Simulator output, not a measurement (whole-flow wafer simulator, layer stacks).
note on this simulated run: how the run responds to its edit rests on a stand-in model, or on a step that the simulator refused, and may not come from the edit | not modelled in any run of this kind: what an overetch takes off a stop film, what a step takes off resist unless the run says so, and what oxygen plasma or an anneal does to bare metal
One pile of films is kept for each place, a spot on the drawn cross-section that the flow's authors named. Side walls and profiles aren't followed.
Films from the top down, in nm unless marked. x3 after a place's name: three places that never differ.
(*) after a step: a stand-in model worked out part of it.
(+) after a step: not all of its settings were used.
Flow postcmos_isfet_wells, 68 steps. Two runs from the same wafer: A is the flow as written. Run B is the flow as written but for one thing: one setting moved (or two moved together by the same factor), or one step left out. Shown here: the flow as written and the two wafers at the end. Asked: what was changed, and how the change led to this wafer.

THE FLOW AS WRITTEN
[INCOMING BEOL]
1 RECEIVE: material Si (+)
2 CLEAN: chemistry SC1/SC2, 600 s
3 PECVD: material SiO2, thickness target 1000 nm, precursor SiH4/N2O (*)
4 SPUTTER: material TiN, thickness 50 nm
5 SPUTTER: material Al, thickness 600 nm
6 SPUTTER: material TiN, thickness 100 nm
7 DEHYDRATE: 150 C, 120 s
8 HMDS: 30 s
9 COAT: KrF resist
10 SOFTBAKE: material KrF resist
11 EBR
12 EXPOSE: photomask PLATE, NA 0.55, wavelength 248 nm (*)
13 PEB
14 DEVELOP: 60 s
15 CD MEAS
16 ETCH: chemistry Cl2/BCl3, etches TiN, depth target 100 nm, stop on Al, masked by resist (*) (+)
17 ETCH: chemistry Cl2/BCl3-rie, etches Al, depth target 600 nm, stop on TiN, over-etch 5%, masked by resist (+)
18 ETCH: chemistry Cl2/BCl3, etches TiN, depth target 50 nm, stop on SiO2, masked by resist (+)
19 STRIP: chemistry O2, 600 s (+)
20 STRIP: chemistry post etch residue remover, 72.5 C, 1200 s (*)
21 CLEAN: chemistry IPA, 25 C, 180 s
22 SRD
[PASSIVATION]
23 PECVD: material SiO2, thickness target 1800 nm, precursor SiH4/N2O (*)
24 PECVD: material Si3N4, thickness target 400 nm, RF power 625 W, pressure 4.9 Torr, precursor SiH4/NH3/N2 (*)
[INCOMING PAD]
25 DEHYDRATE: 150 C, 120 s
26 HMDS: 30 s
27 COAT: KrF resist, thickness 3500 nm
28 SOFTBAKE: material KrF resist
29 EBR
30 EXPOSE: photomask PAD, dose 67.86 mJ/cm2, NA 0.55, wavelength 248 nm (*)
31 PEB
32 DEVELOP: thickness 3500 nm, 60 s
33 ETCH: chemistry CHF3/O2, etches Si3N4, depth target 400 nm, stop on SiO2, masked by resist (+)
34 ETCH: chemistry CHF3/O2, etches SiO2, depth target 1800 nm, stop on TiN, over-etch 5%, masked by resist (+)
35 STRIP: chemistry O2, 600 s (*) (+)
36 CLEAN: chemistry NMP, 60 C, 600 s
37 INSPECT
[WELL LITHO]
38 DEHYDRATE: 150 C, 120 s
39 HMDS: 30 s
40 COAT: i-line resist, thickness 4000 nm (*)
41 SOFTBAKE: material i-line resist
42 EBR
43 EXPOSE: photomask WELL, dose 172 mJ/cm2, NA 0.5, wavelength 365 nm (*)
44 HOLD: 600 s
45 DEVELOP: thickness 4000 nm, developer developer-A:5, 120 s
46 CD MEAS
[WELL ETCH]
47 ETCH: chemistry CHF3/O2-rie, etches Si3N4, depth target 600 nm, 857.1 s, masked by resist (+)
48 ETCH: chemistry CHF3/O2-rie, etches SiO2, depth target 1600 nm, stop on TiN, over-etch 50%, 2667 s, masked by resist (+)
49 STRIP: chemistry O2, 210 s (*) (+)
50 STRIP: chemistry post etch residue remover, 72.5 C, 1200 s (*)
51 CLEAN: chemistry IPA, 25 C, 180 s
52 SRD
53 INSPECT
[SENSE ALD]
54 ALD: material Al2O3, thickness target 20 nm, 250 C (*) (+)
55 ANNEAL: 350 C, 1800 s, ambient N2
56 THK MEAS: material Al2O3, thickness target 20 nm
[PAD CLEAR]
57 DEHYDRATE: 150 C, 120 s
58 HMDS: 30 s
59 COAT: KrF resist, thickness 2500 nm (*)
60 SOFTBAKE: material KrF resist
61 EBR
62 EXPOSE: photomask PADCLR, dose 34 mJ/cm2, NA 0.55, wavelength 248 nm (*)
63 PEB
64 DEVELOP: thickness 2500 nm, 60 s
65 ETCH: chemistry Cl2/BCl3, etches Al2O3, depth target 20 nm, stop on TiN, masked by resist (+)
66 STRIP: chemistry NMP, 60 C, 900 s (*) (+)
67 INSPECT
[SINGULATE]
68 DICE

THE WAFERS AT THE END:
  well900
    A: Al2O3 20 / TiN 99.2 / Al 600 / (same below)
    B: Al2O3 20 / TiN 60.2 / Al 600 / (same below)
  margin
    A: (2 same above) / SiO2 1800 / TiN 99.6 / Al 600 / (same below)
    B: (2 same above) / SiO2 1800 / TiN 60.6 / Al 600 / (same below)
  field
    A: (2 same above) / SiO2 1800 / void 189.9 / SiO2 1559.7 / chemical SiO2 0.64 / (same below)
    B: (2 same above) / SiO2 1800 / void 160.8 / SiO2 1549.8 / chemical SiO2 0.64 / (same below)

The cause: step 6, SPUTTER: thickness 61 nm was run, where the flow has thickness 100 nm.

How the change led to this, step by step:
  6 SPUTTER: material TiN, thickness 100 nm
      field, margin, well900, well1300 x3, pad_rim, pad_clr, pad_open: A TiN +100 (new film) | B TiN +61 (new film)
  16 ETCH: chemistry Cl2/BCl3, etches TiN, depth target 100 nm, stop on Al, masked by resist (*) (+)
      margin, well900, well1300 x3, pad_rim, pad_clr, pad_open: A KrF resist -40 | B KrF resist -36.6
      field: A TiN -100 (all of it) | B TiN -61 (all of it)
  23 PECVD: material SiO2, thickness target 1800 nm, precursor SiH4/N2O (*)
      field: A SiO2 +1800 (new film), void +189.9 (new film), SiO2 +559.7 | B SiO2 +1800 (new film), void +160.8 (new film), SiO2 +549.8
